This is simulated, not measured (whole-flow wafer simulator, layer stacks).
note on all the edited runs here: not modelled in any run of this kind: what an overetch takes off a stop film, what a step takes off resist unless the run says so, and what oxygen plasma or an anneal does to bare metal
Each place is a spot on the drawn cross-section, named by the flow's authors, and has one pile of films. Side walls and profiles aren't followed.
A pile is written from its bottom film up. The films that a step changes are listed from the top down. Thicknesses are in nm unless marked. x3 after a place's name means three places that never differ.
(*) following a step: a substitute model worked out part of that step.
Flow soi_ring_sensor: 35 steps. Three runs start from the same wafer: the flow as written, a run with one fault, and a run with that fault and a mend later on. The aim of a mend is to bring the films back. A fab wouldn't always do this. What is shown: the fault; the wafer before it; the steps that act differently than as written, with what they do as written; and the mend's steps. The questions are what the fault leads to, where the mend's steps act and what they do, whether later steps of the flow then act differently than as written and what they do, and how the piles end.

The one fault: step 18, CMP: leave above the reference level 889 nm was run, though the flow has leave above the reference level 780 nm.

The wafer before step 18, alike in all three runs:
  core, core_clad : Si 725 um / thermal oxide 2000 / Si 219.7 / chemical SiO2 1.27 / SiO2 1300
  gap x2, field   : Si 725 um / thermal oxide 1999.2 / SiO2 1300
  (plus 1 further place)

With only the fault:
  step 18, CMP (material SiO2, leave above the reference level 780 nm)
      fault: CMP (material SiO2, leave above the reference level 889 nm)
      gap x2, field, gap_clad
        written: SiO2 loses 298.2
        fault: SiO2 loses 189.2
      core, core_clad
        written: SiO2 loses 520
        fault: SiO2 loses 411
  Steps later in the flow that act otherwise than as written:
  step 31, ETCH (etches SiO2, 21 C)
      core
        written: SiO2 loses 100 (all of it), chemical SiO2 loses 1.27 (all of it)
        fault: SiO2 loses 209 (all of it), chemical SiO2 loses 1.27 (all of it)
  The piles end different from the flow's at field, core_clad by more than 2% or 0.5 nm, whichever is larger.
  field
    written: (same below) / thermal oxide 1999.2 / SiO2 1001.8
    fault: (same below) / thermal oxide 1999.2 / SiO2 1110.8
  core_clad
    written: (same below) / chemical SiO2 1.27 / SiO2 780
    fault: (same below) / chemical SiO2 1.27 / SiO2 889

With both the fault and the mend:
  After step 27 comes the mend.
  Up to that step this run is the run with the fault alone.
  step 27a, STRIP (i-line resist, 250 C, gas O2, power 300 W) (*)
      field, core_clad, gap_clad
        i-line resist loses 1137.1 (all of it)
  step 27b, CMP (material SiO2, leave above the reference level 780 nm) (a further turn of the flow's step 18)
      core, gap x2, field, core_clad, gap_clad
        SiO2 loses 109
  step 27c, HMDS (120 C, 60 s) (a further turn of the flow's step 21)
      does not change any film at any place that is followed
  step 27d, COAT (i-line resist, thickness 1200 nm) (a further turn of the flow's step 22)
      core, gap x2, field, core_clad, gap_clad
        i-line resist gains 1200 (new film)
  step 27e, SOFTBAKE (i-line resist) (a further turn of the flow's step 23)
      does not change any film at any place that is followed
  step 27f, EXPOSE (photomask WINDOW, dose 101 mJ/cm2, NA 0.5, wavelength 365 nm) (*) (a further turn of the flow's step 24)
      does not change any film at any place that is followed
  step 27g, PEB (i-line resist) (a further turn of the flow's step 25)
      core, gap x2, field, core_clad, gap_clad
        i-line resist loses 62.8
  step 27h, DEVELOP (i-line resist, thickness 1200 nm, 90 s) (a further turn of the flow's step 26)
      core, gap x2
        i-line resist loses 1137.2 (all of it)
      field, core_clad, gap_clad
        i-line resist loses 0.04
  Every later step of the flow that is run acts as written at every place that is followed.
  By the end, the piles equal the flow's at every place that both follow.
